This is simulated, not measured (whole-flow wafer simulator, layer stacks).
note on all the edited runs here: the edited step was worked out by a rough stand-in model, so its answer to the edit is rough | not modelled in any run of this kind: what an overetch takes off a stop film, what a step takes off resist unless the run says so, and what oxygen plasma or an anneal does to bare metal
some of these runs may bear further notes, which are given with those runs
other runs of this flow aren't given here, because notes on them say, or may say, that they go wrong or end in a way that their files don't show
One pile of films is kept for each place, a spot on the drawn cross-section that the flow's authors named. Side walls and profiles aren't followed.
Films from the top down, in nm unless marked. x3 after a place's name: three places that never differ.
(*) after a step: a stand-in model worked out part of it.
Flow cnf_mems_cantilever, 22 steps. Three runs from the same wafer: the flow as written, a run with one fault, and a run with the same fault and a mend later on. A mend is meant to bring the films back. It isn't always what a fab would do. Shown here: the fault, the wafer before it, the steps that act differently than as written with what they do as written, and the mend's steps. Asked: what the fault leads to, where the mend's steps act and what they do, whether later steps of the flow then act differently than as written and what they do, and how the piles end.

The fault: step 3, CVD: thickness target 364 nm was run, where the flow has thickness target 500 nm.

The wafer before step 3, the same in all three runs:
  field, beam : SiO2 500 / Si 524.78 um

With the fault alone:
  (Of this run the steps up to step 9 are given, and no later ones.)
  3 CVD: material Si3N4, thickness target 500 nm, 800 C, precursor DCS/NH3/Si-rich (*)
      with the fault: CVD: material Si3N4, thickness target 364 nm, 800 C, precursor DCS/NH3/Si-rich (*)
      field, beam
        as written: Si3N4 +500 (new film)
        with the fault: Si3N4 +364 (new film)
  No later step of the flow up to step 9 acts differently than as written at any place that is followed.
  After step 9 the piles differ from the flow's by more than 2% or 0.5 nm, whichever is larger, at field, beam.
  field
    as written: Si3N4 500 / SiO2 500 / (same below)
    with the fault: Si3N4 364 / SiO2 500 / (same below)
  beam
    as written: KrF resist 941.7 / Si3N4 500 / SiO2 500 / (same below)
    with the fault: KrF resist 941.7 / Si3N4 364 / SiO2 500 / (same below)

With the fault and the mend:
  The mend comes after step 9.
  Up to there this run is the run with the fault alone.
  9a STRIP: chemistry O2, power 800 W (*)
      beam
        KrF resist -941.7 (all of it)
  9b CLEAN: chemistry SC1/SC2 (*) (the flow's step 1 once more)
      changes no film at any place that is followed
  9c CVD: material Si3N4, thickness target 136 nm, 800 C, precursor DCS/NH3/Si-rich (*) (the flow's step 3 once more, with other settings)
      field, beam
        Si3N4 +136
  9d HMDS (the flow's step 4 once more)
      changes no film at any place that is followed
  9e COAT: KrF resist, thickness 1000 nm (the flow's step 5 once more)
      field, beam
        KrF resist +1000 (new film)
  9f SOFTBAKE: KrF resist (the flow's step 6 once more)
      changes no film at any place that is followed
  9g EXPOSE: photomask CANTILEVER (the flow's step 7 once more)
      changes no film at any place that is followed
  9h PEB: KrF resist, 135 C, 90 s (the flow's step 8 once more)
      field, beam
        KrF resist -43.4
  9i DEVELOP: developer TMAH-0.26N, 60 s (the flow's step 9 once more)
      field
        KrF resist -956.6 (all of it)
      beam
        KrF resist -14.9
  No later step of the flow acts differently than as written at any place that is followed.
  At the end the piles are the same as the flow's at every place that both follow.
